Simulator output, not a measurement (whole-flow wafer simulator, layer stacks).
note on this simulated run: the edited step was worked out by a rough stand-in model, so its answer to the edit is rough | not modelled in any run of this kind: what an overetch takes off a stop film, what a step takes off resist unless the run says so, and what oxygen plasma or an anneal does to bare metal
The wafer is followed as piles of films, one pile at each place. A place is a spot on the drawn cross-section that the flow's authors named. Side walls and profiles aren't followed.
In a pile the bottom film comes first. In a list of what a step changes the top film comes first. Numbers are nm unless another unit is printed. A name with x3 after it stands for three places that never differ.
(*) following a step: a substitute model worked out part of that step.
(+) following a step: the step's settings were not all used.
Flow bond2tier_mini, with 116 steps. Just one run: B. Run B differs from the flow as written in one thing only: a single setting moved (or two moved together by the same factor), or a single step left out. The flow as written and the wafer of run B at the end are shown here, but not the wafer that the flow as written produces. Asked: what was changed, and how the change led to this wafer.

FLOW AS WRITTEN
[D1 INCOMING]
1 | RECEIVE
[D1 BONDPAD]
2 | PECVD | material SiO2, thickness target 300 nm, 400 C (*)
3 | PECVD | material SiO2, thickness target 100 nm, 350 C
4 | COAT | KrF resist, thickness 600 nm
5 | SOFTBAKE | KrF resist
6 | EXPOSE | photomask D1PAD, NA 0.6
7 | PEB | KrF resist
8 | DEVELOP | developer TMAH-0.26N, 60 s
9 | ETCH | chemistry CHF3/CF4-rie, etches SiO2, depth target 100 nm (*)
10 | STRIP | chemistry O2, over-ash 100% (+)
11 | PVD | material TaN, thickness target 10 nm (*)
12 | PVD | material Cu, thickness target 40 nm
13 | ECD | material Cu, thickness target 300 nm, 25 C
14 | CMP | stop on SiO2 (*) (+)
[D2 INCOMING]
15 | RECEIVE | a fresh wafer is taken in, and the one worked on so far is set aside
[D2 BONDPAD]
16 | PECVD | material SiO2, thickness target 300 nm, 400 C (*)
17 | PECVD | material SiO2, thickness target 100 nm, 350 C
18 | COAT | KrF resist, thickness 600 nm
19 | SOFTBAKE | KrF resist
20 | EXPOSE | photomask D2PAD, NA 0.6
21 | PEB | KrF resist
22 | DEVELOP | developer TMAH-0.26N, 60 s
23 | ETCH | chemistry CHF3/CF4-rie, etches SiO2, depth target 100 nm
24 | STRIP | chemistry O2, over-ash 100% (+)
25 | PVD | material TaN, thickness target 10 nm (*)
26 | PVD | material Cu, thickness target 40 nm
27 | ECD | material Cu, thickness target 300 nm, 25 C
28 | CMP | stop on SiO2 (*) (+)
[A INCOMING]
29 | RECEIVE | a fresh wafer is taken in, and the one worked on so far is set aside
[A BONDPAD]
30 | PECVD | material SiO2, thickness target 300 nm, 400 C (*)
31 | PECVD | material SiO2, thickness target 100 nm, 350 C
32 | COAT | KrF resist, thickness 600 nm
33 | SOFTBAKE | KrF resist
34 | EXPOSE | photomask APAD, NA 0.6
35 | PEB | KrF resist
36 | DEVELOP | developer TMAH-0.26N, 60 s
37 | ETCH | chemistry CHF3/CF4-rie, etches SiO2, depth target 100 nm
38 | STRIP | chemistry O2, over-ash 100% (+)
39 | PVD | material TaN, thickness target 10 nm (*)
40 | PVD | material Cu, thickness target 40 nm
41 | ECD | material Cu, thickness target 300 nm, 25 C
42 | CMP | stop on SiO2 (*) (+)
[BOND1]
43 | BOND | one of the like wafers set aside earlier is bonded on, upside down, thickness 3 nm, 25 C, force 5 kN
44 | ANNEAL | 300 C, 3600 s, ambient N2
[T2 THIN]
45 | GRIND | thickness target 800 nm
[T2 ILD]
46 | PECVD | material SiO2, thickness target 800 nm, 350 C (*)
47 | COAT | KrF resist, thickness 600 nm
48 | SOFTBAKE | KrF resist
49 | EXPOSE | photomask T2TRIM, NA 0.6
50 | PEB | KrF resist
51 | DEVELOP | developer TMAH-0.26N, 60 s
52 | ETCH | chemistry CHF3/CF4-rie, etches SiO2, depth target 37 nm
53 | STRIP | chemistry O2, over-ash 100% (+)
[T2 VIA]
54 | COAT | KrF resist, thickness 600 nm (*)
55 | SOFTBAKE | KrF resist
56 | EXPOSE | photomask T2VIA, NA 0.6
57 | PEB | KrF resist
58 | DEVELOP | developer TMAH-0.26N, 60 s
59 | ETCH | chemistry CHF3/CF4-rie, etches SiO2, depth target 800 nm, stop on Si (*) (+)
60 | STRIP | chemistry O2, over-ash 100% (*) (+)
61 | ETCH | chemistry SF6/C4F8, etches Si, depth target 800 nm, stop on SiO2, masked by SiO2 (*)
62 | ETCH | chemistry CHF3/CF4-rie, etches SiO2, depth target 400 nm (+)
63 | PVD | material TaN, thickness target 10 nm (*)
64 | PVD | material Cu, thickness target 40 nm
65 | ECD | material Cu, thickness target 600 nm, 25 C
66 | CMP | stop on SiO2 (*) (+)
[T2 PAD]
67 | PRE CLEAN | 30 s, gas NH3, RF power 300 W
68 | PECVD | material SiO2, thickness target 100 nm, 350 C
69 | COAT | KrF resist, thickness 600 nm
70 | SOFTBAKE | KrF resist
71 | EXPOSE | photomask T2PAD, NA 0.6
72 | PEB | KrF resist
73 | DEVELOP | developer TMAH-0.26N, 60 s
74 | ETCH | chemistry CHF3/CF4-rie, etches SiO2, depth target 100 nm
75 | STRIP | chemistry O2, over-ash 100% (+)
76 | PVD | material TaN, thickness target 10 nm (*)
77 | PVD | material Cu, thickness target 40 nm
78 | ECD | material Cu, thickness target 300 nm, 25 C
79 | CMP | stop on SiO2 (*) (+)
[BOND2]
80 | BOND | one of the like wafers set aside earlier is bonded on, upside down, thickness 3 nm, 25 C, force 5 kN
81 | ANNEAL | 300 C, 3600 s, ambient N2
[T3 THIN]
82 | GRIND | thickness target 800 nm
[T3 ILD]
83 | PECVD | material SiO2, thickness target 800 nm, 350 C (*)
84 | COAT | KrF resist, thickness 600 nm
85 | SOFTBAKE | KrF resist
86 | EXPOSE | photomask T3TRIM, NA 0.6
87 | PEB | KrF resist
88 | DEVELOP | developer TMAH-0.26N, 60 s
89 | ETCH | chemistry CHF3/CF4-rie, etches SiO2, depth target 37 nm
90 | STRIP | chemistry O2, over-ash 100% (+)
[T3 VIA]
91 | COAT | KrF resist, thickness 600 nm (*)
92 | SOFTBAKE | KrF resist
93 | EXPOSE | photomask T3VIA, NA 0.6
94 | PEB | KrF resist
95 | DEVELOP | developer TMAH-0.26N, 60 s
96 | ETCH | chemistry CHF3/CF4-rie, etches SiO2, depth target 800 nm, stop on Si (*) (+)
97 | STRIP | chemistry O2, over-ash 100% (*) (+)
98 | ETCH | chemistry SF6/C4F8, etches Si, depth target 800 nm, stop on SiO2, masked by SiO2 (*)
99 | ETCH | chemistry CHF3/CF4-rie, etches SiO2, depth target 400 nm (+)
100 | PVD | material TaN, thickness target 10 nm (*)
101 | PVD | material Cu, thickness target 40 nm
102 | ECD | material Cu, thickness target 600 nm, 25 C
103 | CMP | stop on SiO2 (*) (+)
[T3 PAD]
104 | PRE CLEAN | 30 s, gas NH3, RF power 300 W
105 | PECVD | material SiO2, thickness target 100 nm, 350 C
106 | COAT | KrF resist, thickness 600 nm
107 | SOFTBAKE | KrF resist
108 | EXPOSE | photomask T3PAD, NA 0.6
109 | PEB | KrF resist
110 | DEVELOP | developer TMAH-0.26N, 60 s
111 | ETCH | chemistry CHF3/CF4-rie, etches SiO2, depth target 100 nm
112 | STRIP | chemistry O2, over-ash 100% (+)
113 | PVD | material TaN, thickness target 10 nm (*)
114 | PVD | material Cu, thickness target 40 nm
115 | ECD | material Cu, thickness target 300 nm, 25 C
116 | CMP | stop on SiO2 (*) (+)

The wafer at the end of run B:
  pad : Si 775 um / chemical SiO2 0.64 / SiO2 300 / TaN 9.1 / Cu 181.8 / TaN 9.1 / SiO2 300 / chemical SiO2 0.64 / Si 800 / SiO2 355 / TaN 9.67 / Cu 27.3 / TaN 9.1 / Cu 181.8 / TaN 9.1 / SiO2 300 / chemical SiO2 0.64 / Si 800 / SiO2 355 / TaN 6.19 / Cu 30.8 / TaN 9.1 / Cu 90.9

The reason: step 100, PVD: thickness target 6.4 nm was run, while the flow as written has thickness target 10 nm.

Step by step, how the change led to this:
  100 | PVD | material TaN, thickness target 10 nm (*)
      field: +6.4 TaN (new film) (as written it would have been: +10 TaN (new film))
      pad: +6.19 TaN (new film) (as written it would have been: +9.67 TaN (new film))
  103 | CMP | stop on SiO2 (*) (+)
      field: -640 Cu (all of it), -6.4 TaN (all of it) (as written it would have been: -640 Cu (all of it), -10 TaN (all of it))
